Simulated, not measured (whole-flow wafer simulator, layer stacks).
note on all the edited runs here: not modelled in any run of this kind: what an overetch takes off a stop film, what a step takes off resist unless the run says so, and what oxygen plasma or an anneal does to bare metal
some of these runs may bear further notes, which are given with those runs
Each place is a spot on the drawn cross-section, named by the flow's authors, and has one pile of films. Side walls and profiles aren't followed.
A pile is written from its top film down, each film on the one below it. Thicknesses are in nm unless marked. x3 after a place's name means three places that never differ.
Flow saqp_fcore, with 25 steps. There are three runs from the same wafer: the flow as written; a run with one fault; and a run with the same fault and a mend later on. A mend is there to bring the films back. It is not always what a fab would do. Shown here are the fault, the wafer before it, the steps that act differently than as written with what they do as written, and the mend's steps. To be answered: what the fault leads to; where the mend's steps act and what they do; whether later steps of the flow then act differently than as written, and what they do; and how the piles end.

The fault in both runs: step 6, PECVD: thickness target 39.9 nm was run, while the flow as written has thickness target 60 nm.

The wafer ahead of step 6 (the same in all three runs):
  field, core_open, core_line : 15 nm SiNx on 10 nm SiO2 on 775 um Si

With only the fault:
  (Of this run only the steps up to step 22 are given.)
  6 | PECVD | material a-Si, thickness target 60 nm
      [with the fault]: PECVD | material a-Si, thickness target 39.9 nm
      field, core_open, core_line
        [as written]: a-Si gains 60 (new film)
        [with the fault]: a-Si gains 39.9 (new film)
  Later steps of the flow up to step 22 that are run all act as written at every place that is followed.
  The piles after step 22 differ from the flow's at field, core_open, core_line by more than 2% or 0.5 nm, whichever is larger.
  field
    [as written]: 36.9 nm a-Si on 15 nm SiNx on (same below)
    [with the fault]: 16.8 nm a-Si on 15 nm SiNx on (same below)
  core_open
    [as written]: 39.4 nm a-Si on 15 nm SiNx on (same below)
    [with the fault]: 19.3 nm a-Si on 15 nm SiNx on (same below)
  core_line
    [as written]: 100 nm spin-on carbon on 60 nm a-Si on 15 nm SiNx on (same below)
    [with the fault]: 100 nm spin-on carbon on 39.9 nm a-Si on 15 nm SiNx on (same below)

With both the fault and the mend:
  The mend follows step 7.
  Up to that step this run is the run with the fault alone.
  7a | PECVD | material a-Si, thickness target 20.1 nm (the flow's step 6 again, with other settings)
      field, core_open, core_line
        a-Si gains 20.1
  Later steps of the flow that are run all act as written at every place that is followed.
  The piles end the same as the flow's at every place that both follow.
